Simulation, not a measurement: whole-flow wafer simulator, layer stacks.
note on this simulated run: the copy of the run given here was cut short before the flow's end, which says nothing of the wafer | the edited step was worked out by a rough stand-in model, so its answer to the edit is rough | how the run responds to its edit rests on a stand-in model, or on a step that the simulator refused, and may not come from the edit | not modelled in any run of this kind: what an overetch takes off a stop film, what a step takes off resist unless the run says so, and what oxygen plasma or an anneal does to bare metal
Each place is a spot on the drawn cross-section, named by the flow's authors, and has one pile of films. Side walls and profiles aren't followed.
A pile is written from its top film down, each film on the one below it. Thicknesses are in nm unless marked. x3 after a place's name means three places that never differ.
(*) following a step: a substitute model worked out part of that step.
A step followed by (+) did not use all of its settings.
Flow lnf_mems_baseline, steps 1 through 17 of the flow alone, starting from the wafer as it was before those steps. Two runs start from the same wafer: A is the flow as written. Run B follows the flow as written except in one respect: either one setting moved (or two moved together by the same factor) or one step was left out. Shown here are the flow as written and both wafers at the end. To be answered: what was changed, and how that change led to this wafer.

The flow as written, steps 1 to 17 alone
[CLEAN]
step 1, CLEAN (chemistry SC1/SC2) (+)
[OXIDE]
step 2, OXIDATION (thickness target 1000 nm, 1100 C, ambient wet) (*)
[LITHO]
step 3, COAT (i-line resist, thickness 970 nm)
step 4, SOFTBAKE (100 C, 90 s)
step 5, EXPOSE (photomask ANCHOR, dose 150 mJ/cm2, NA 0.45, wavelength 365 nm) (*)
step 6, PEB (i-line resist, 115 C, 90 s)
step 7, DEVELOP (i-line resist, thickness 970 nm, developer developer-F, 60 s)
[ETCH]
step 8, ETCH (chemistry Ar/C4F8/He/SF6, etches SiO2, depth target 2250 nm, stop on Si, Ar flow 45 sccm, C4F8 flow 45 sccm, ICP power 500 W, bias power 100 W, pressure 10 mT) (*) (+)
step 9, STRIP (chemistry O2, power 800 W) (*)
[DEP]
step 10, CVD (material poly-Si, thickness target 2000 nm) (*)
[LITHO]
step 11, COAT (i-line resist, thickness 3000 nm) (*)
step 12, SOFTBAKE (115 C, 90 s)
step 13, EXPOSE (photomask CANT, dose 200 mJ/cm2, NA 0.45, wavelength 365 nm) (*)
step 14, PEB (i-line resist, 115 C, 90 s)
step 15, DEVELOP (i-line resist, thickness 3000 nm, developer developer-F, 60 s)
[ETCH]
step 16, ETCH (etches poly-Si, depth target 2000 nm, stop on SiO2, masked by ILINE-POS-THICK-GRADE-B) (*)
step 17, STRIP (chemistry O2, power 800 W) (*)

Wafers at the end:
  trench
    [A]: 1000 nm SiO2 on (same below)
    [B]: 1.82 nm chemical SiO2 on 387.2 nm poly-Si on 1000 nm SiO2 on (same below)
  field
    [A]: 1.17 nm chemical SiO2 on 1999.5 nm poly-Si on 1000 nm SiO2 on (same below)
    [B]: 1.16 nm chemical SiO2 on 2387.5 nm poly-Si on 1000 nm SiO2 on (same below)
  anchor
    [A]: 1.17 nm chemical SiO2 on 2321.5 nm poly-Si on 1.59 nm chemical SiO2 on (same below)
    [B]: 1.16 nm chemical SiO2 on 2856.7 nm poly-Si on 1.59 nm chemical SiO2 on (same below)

The reason: step 10, CVD: thickness target 2388 nm was run, whereas the flow has thickness target 2000 nm.

How this came from the change, step by step:
  step 10, CVD (material poly-Si, thickness target 2000 nm) (*)
      field, beam, trench, char_slit: A +2000 poly-Si (new film) | B +2388 poly-Si (new film)
      anchor: A +2322 poly-Si (new film) | B +2857.2 poly-Si (new film)
  step 11, COAT (i-line resist, thickness 3000 nm) (*)
      anchor: A +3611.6 i-line resist (new film) | B +3471.4 i-line resist (new film)
  step 12, SOFTBAKE (115 C, 90 s)
      field: A -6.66 i-line resist | B -6.03 i-line resist
      anchor: A +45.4 i-line resist | B +40.4 i-line resist
      (and at 2 other places as well)
  step 14, PEB (i-line resist, 115 C, 90 s)
      anchor: A -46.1 i-line resist | B -43.5 i-line resist
  step 16, ETCH (etches poly-Si, depth target 2000 nm, stop on SiO2, masked by ILINE-POS-THICK-GRADE-B) (*)
      trench, char_slit: A -2000 poly-Si (all of it) | B -2000 poly-Si
  step 17, STRIP (chemistry O2, power 800 W) (*)
      trench, char_slit: A nothing | B +1.82 chemical SiO2 (new film), -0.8 poly-Si
      anchor: A +1.17 chemical SiO2 (new film), -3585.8 i-line resist (all of it), -0.52 poly-Si | B +1.16 chemical SiO2 (new film), -3443.2 i-line resist (all of it), -0.51 poly-Si
